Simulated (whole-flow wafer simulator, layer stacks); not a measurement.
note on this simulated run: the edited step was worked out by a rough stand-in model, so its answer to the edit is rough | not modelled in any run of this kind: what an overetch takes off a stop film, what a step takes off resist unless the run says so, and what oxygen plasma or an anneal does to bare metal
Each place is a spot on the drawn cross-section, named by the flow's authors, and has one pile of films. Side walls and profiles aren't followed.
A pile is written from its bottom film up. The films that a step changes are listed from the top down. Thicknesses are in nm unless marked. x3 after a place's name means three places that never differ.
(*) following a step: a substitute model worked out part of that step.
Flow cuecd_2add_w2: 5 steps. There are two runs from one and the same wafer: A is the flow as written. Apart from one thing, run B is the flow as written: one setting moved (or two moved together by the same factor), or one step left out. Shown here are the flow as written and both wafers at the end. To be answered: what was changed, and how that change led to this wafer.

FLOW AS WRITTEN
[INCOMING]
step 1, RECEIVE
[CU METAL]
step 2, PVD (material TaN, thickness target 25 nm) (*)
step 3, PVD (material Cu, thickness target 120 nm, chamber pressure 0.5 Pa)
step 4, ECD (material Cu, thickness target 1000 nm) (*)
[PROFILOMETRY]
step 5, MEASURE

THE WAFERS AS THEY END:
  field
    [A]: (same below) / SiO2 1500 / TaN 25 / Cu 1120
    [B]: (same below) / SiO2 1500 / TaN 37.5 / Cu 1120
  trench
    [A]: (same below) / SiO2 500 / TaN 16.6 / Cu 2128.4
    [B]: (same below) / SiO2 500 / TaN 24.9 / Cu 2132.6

Cause: step 2, PVD: thickness target 37.5 nm was run, while the flow as written has thickness target 25 nm.
The wafer itself shows it: field has TaN 37.5, and step 2 as written asks for 25 nm.

How this came from the change, step by step:
  step 2, PVD (material TaN, thickness target 25 nm) (*)
      field: A TaN gains 25 (new film) | B TaN gains 37.5 (new film)
      trench: A TaN gains 16.6 (new film) | B TaN gains 24.9 (new film)
